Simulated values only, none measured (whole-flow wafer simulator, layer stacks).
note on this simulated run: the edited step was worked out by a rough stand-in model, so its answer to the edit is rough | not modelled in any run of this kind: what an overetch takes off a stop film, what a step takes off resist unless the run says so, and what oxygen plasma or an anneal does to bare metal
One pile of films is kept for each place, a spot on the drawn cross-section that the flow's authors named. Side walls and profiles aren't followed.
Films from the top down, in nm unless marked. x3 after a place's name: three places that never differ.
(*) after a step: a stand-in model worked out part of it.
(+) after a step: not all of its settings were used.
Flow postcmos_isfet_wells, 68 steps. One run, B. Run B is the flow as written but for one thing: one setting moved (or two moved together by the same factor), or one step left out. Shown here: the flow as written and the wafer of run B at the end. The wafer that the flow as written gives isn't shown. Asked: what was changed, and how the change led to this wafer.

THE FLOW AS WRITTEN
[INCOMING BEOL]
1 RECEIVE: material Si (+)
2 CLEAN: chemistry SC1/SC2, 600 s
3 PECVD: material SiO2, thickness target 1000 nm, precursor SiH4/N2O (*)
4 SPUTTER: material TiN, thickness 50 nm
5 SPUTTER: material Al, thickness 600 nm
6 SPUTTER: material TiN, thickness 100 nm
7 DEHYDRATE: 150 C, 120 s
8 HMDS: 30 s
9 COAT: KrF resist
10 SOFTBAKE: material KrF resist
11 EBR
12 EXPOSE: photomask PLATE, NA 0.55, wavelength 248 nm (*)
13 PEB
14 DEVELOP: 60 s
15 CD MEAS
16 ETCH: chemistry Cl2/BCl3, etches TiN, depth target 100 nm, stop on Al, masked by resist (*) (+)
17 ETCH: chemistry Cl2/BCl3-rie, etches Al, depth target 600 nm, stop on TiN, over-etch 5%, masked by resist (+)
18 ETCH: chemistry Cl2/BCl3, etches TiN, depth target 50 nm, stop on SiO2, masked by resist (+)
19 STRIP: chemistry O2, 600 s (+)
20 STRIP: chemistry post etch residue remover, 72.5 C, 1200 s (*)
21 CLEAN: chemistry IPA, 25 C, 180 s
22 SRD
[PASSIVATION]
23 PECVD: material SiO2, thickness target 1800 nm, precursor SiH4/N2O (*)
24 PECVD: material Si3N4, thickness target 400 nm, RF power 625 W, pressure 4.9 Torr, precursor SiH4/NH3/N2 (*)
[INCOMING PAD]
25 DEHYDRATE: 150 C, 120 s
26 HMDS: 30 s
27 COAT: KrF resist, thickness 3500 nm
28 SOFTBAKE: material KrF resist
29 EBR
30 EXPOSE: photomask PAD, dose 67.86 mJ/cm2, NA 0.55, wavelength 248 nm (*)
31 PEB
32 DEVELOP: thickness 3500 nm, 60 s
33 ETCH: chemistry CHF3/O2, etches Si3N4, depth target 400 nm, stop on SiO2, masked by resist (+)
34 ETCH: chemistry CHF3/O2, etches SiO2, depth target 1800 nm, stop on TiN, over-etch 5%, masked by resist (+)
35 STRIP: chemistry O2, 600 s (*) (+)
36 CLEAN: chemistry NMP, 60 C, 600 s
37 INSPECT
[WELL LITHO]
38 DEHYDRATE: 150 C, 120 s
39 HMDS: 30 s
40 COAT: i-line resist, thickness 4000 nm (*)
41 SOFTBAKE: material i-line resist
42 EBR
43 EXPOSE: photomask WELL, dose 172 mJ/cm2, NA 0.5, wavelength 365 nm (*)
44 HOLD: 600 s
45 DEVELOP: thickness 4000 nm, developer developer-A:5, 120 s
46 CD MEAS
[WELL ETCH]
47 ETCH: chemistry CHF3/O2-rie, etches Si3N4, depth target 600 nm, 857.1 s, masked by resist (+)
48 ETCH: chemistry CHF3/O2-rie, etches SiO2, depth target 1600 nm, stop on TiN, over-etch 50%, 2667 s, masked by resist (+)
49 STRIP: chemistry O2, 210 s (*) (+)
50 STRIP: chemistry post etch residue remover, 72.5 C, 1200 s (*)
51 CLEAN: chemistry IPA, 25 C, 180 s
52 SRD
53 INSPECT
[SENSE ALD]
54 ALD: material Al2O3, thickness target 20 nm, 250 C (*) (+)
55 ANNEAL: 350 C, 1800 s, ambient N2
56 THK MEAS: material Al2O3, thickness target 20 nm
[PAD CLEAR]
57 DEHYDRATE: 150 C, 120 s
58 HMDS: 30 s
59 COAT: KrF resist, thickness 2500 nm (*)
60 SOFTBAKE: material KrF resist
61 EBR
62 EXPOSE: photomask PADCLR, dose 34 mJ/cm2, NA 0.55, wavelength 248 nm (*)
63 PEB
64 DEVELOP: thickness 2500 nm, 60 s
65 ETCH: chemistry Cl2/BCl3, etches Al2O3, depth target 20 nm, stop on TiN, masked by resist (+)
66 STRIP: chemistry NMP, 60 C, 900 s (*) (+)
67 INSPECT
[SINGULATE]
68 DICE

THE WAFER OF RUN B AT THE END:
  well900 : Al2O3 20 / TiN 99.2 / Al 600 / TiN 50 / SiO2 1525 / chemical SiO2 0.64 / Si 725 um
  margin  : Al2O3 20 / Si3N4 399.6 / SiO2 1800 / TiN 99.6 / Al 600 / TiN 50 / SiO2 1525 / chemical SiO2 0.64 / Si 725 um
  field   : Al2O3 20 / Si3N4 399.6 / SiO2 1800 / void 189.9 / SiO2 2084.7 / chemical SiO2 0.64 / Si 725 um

The cause: step 3, PECVD: thickness target 1525 nm was run, where the flow has thickness target 1000 nm.
It can be read off the wafer: well900 has SiO2 1525, and step 3 as written asks for 1000 nm.

How the change led to this, step by step:
  3 PECVD: material SiO2, thickness target 1000 nm, precursor SiH4/N2O (*)
      field, margin, well900, well1300 x3, pad_rim, pad_clr, pad_open: SiO2 +1525 (new film) (as written it would be: SiO2 +1000 (new film))
